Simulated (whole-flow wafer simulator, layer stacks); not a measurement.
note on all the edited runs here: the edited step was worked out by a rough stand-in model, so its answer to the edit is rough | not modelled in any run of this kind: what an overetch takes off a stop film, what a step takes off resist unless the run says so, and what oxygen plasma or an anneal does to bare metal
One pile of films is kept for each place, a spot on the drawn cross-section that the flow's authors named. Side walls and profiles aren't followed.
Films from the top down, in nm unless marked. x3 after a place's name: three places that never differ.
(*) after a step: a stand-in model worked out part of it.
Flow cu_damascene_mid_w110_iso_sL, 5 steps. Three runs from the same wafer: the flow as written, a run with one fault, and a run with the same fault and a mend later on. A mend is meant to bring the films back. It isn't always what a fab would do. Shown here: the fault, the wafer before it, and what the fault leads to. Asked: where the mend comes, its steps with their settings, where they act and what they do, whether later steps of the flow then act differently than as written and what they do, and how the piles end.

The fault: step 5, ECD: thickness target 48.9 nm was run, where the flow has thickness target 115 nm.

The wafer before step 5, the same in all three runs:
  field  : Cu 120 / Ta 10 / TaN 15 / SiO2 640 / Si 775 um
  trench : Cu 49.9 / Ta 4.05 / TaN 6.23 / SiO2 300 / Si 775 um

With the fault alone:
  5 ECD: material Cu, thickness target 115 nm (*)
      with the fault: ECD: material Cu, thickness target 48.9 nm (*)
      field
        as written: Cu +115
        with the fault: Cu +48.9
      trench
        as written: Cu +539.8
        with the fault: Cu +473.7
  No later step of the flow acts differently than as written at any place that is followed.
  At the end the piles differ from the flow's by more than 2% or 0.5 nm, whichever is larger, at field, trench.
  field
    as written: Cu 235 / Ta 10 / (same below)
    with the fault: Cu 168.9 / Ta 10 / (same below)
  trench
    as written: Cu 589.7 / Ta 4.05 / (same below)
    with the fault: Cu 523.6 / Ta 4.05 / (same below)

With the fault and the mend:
  The mend comes after step 5.
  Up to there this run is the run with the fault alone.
  5a ECD: material Cu, thickness target 66.1 nm (the flow's step 5 once more, with other settings)
      field, trench
        Cu +66.1
  No later step of the flow acts differently than as written at any place that is followed.
  At the end the piles are the same as the flow's at every place that both follow.
